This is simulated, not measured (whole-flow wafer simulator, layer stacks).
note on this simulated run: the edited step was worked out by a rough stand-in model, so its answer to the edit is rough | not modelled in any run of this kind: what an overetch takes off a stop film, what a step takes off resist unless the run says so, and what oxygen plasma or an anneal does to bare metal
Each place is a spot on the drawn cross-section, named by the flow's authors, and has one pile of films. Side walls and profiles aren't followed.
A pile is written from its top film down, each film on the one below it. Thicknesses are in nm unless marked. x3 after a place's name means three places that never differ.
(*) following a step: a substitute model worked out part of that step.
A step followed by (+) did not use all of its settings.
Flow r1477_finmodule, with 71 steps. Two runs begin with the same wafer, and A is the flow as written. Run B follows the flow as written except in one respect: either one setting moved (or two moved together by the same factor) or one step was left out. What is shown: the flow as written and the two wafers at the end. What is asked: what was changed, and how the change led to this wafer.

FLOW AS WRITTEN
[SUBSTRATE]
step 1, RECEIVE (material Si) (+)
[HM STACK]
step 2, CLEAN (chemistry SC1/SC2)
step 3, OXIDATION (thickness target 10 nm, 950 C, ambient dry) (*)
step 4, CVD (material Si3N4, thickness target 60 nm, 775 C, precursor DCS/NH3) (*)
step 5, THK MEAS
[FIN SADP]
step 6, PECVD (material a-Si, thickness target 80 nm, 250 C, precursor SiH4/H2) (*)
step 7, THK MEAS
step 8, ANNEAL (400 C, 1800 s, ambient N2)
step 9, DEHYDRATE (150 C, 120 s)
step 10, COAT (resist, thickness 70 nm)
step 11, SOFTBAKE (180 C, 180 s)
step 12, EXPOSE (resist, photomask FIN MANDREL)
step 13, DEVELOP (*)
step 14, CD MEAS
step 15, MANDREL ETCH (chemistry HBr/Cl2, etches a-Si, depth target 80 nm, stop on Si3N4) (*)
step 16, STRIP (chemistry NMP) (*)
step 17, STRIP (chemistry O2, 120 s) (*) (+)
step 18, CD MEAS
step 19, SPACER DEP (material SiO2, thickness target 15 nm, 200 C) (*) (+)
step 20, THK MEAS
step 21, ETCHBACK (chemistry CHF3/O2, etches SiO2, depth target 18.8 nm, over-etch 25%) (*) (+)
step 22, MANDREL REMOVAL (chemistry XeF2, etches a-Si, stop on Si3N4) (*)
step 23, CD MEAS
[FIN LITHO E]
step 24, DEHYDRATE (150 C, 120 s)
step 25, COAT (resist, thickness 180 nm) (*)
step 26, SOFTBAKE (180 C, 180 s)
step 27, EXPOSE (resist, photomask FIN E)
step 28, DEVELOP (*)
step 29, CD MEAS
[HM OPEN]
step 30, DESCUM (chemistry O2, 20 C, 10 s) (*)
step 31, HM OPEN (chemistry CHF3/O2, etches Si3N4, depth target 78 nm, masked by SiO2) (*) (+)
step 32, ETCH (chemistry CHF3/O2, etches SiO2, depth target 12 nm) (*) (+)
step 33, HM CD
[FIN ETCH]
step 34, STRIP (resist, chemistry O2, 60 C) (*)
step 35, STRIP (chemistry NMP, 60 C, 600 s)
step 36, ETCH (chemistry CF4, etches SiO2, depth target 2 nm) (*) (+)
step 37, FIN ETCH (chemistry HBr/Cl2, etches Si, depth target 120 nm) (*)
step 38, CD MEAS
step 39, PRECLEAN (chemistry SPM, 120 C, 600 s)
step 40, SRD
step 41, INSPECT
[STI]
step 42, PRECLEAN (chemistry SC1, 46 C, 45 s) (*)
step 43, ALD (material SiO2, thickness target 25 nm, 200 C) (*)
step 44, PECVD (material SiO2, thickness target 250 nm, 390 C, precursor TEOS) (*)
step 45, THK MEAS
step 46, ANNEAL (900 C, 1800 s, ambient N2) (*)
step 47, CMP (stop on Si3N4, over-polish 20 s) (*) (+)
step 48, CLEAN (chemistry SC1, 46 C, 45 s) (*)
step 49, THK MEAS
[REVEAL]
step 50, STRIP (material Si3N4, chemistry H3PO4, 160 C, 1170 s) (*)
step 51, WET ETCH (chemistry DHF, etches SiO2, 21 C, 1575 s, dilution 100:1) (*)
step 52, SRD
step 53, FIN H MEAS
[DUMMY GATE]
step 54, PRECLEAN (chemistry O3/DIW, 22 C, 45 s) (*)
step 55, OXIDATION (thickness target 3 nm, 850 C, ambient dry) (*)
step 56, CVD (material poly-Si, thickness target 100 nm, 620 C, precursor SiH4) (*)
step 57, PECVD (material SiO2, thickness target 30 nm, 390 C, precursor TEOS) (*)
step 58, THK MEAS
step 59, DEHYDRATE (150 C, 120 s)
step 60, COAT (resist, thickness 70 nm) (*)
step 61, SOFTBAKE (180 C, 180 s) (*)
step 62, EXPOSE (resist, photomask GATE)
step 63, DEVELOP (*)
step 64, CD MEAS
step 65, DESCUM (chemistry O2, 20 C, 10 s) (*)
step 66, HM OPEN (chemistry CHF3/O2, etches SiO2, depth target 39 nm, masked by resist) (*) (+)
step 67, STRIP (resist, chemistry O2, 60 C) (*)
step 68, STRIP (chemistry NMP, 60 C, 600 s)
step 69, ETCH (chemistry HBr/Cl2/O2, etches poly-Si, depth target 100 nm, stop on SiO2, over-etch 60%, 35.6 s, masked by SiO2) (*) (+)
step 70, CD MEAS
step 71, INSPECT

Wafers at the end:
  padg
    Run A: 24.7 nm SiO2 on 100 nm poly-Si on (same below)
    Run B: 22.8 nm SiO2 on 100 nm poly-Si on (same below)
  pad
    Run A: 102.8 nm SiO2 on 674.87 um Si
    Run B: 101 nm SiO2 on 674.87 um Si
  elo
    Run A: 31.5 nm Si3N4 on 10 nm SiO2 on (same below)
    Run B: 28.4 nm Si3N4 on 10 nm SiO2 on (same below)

What caused this: step 69, ETCH: depth target 135 nm was run, though the flow has depth target 100 nm; step 69, ETCH: 48.1 s was run, where the flow has 35.6 s.

The path from the change to this, step by step:
  step 69, ETCH (chemistry HBr/Cl2/O2, etches poly-Si, depth target 100 nm, stop on SiO2, over-etch 60%, 35.6 s, masked by SiO2) (*) (+)
      padg, elg, esg and 15 more: A -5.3 SiO2 | B -7.16 SiO2
      pad, eso, e40so and 8 more: A -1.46 chemical SiO2 (all of it), -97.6 poly-Si (all of it), -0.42 SiO2 | B -1.46 chemical SiO2 (all of it), -97.6 poly-Si (all of it), -2.28 SiO2
      (and at 7 other places as well)
